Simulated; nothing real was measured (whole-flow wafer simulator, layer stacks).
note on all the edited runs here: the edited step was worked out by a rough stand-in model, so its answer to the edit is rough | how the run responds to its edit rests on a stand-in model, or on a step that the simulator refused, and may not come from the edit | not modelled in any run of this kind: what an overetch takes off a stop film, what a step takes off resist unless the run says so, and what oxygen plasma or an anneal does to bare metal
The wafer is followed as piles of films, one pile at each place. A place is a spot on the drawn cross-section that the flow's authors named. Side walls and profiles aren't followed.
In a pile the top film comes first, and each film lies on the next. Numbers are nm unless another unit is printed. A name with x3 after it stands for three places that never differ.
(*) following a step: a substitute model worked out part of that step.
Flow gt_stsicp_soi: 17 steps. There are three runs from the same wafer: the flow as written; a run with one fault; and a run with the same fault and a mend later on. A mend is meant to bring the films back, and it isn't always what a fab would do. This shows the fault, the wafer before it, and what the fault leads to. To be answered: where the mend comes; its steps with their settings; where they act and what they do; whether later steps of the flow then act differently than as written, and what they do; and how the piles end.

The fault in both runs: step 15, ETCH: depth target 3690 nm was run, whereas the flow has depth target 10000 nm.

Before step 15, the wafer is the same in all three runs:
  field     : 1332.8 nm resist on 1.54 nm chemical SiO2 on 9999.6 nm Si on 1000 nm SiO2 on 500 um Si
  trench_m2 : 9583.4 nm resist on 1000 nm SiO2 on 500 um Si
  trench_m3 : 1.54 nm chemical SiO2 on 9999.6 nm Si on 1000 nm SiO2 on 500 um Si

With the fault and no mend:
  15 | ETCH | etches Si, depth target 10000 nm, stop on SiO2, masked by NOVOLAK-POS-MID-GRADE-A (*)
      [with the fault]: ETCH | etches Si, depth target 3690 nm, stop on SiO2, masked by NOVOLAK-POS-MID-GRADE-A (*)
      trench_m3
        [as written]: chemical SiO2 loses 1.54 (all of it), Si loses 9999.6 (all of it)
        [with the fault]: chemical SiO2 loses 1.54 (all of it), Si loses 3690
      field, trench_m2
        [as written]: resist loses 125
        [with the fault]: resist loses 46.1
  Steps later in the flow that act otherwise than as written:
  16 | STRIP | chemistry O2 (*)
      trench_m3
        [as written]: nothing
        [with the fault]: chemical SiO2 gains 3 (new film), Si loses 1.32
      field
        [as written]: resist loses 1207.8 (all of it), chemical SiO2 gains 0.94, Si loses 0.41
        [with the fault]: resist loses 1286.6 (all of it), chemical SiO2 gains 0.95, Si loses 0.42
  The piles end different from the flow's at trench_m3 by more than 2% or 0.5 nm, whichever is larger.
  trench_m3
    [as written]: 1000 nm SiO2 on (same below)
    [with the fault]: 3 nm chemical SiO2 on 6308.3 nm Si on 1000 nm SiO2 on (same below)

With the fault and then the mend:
  The mend stands after step 15.
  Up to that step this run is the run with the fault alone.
  15a | ETCH | etches Si, depth target 6310 nm, stop on SiO2, masked by NOVOLAK-POS-MID-GRADE-A (*) (the flow's step 15 again, with other settings)
      field, trench_m2
        resist loses 78.9
      trench_m3
        Si loses 6309.6 (all of it)
  Every later step of the flow that is run acts as written at every place that is followed.
  By the end, the piles equal the flow's at every place that both follow.
